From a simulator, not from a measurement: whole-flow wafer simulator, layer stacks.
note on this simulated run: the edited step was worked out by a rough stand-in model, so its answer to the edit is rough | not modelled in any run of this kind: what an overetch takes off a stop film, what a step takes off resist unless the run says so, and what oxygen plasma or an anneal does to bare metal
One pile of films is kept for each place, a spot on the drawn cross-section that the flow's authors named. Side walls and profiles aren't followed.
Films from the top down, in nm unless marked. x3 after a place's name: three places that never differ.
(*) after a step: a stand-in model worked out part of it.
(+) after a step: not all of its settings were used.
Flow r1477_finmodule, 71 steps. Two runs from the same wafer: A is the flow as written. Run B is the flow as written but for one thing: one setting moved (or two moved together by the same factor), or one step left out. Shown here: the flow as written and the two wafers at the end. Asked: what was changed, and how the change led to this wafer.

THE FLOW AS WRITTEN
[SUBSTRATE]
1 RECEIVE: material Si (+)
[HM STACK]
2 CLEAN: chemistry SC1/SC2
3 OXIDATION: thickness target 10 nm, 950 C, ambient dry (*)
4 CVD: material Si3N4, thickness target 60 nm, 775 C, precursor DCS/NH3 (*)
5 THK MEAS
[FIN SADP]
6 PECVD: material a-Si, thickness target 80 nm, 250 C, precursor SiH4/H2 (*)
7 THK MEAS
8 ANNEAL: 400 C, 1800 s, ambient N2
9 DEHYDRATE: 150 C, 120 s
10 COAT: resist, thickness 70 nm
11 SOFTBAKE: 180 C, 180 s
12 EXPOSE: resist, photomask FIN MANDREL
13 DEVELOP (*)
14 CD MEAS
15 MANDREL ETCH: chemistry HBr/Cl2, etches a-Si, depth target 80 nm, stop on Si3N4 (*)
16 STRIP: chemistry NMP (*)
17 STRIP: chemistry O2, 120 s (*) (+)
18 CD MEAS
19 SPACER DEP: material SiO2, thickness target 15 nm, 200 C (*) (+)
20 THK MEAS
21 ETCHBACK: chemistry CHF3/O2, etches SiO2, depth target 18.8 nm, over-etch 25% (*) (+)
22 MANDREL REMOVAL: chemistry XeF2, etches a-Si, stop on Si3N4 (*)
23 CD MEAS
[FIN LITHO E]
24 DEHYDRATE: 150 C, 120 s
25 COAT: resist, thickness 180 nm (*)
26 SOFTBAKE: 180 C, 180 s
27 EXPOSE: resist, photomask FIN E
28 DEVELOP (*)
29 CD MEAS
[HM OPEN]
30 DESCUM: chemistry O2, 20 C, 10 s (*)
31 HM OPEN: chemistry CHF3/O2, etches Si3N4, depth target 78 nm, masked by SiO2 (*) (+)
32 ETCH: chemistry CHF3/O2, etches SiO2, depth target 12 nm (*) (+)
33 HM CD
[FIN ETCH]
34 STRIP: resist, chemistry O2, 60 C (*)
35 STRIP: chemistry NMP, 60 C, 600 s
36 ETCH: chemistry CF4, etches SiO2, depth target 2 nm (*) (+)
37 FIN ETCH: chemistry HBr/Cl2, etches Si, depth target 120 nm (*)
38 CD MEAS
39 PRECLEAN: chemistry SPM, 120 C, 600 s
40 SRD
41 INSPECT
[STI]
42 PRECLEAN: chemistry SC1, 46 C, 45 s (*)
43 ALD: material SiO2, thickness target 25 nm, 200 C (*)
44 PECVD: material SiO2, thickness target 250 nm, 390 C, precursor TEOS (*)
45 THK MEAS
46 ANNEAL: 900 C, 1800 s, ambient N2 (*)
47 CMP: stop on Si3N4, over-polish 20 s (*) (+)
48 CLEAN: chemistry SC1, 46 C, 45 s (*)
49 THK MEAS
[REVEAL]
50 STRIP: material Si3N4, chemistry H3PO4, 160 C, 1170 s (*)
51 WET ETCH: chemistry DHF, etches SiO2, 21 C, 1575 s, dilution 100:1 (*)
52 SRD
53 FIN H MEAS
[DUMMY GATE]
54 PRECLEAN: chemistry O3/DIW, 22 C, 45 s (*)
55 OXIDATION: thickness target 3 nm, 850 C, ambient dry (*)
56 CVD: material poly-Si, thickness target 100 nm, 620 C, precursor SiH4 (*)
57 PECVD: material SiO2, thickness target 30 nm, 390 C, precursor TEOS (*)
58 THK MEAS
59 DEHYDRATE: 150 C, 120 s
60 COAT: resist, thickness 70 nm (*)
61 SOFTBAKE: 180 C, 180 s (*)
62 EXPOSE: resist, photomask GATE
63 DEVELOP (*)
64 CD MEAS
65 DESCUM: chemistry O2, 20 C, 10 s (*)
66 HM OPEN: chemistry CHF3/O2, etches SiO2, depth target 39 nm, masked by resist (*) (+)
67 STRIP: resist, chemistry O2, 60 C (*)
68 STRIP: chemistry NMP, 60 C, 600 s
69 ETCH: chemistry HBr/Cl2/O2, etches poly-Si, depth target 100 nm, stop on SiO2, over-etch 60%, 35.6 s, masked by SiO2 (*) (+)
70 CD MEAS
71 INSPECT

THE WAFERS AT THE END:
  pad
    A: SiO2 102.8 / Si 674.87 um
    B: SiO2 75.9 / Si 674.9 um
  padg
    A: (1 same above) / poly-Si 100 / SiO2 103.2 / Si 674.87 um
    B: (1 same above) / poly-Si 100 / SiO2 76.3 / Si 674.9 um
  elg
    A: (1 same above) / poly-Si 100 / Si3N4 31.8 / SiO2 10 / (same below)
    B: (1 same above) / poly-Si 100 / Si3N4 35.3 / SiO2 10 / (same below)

The cause: step 37, FIN ETCH: depth target 93 nm was run, where the flow has depth target 120 nm.

How the change led to this, step by step:
  37 FIN ETCH: chemistry HBr/Cl2, etches Si, depth target 120 nm (*)
      pad, padg, esg and 19 more: A Si -120 | B Si -93
      elg, e40lg, e100lg, e200lg, elo, e40lo, e100lo, e200lo: A Si3N4 -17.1 | B Si3N4 -13.3
      (and at 6 more places)
  43 ALD: material SiO2, thickness target 25 nm, 200 C (*)
      s40cg, s45cg, s50cg, s40co, s45co, s50co: A SiO2 +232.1 (new film) | B SiO2 +207.2 (new film)
      esg: A SiO2 +194.3 (new film) | B SiO2 +171.1 (new film)
  47 CMP: stop on Si3N4, over-polish 20 s (*) (+)
      pad, padg, e40sg and 11 more: A SiO2 -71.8 | B SiO2 -98.8
      eso: A SiO2 -72.4 | B SiO2 -99.4
  51 WET ETCH: chemistry DHF, etches SiO2, 21 C, 1575 s, dilution 100:1 (*)
      elg, e40lg, e100lg, e200lg, elo, e40lo, e100lo, e200lo: A SiO2 -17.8 (all of it), Si3N4 -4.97 | B SiO2 -14 (all of it), Si3N4 -5.28
  56 CVD: material poly-Si, thickness target 100 nm, 620 C, precursor SiH4 (*)
      esg: A poly-Si +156 (new film) | B poly-Si +159.5 (new film)
  60 COAT: resist, thickness 70 nm (*)
      e40sg, eso, e40so: A resist +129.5 (new film) | B resist +132.8 (new film)
      e100sg, e100so: A resist +129.4 (new film) | B resist +132.8 (new film)
      (and at 2 more places)
  63 DEVELOP (*)
      eso, e40so: A resist -129.5 (all of it) | B resist -132.8 (all of it)
      e100so: A resist -129.4 (all of it) | B resist -132.8 (all of it)
      (and at 1 more place)
  67 STRIP: resist, chemistry O2, 60 C (*)
      e40sg: A resist -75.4 (all of it) | B resist -78.7 (all of it)
      e100sg: A resist -75.3 (all of it) | B resist -78.6 (all of it)
      (and at 1 more place)
